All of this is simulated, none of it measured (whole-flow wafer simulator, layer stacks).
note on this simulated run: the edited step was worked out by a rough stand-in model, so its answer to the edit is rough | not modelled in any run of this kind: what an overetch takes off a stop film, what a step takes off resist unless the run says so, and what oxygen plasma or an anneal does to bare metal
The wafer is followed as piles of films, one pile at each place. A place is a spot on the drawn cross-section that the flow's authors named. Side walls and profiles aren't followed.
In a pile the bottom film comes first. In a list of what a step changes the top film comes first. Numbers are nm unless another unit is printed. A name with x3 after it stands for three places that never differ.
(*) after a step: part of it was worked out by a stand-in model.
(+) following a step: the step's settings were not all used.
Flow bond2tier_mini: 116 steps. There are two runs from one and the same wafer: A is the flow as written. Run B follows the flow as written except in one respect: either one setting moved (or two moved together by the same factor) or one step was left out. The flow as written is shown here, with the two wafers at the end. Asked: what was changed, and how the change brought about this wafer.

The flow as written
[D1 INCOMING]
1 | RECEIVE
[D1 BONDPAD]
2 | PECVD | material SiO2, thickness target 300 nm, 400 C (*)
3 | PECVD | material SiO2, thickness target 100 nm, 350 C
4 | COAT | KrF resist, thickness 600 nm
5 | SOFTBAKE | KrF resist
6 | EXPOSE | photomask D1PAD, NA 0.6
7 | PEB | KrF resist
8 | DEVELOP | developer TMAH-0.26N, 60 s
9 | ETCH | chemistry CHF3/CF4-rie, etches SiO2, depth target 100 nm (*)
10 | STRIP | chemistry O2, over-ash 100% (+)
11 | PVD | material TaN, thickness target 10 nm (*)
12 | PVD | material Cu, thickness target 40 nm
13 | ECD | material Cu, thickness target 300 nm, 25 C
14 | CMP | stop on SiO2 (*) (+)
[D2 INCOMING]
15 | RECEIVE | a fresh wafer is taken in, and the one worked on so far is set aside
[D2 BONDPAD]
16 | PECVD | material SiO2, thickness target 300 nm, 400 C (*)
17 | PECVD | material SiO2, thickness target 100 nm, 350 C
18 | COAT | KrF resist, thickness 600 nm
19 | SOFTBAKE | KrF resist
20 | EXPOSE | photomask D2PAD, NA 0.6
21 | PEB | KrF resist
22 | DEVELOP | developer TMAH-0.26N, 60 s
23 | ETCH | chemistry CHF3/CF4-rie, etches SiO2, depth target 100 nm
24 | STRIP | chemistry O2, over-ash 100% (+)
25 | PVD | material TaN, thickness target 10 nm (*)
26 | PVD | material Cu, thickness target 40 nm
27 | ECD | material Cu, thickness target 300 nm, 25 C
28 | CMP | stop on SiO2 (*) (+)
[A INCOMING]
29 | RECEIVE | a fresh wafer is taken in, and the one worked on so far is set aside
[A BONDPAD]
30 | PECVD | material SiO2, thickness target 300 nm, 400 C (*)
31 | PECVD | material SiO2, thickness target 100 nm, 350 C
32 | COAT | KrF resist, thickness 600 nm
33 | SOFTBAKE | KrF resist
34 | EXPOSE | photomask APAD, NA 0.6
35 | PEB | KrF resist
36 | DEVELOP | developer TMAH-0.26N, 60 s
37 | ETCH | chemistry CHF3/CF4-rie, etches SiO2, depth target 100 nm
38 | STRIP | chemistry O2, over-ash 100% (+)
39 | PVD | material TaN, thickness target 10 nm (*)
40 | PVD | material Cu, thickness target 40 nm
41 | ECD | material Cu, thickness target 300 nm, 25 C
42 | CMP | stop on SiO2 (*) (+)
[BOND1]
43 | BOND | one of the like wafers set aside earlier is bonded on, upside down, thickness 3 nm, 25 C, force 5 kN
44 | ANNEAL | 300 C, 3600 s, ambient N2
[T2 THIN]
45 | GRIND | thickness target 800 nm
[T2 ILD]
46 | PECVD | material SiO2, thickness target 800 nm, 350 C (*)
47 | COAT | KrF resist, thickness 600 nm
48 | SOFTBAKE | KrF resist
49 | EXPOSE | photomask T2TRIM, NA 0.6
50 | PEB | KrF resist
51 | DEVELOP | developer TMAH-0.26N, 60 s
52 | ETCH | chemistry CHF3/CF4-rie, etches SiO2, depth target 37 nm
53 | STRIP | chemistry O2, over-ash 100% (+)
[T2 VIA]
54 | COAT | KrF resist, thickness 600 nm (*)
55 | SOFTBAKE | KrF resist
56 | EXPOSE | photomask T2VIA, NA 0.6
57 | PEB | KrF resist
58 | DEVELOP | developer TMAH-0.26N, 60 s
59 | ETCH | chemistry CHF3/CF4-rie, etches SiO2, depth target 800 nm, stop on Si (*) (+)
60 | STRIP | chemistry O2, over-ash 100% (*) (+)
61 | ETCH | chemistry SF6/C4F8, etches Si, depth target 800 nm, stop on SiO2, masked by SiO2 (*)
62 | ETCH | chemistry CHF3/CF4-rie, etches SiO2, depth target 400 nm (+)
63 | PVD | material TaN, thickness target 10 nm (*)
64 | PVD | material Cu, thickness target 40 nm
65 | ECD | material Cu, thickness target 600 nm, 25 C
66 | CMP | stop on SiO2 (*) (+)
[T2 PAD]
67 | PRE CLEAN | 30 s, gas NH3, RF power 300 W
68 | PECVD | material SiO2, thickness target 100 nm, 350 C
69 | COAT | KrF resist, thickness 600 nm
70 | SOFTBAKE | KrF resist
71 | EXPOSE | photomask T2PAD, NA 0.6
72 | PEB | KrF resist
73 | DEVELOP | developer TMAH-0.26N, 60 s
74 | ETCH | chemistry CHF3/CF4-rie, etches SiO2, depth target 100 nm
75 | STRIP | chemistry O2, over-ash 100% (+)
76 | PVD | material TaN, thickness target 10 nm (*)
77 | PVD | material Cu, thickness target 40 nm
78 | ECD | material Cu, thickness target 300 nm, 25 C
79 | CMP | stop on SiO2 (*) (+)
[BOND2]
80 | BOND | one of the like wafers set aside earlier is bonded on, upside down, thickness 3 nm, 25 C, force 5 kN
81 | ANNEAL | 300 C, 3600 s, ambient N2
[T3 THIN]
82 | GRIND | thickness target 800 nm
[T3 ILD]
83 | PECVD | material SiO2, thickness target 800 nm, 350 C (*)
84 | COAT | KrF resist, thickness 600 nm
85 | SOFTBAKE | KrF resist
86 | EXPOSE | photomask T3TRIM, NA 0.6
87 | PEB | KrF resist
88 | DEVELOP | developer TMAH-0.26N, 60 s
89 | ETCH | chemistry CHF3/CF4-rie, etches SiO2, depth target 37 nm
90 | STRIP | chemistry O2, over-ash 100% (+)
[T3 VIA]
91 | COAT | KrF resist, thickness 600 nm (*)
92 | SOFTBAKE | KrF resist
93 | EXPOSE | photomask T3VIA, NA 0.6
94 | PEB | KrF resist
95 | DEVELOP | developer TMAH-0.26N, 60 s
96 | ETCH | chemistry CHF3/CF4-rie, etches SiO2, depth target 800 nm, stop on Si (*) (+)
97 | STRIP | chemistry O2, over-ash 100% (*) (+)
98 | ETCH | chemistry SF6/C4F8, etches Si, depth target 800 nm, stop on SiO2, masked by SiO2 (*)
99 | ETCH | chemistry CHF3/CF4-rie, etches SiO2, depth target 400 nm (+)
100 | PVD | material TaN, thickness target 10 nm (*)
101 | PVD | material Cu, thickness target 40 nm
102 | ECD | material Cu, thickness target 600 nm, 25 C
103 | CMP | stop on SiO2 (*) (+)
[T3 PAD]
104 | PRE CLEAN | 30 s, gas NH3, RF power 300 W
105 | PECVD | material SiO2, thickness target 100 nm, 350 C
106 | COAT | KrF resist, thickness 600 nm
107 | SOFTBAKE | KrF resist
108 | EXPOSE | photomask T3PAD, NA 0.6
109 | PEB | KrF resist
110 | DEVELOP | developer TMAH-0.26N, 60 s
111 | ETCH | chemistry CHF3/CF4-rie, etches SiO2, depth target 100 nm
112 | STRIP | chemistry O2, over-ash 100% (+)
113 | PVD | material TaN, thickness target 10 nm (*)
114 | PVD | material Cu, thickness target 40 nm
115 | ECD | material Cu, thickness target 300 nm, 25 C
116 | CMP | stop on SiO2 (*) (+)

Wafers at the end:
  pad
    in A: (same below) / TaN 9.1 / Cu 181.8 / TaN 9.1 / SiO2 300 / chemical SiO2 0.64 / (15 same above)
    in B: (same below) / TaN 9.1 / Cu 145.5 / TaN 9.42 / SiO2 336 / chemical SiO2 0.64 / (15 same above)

Cause: step 9, ETCH: depth target 64 nm was run, whereas the flow has depth target 100 nm.

How this came from the change, step by step:
  9 | ETCH | chemistry CHF3/CF4-rie, etches SiO2, depth target 100 nm (*)
      pad, via: A -100 SiO2 | B -64 SiO2
      field: A -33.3 KrF resist | B -21.3 KrF resist
  10 | STRIP | chemistry O2, over-ash 100% (+)
      field: A -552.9 KrF resist (all of it) | B -564.9 KrF resist (all of it)
  12 | PVD | material Cu, thickness target 40 nm
      pad: A +36.4 Cu (new film) | B +37.7 Cu (new film)
  13 | ECD | material Cu, thickness target 300 nm, 25 C
      pad: A +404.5 Cu | B +366.9 Cu
      via: A +400.2 Cu | B +364 Cu
  43 | BOND | one of the like wafers set aside earlier is bonded on, upside down, thickness 3 nm, 25 C, force 5 kN
      pad: A +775 um Si (new film), +0.64 chemical SiO2 (new film), +300 SiO2 (new film), +9.1 TaN (new film), +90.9 Cu | B +775 um Si (new film), +0.64 chemical SiO2 (new film), +336 SiO2 (new film), +9.42 TaN (new film), +54.6 Cu
      via: A +775 um Si (new film), +0.64 chemical SiO2 (new film), +300 SiO2 (new film), +9.97 TaN (new film), +90 Cu | B +775 um Si (new film), +0.64 chemical SiO2 (new film), +336 SiO2 (new film), +9.99 TaN (new film), +54 Cu
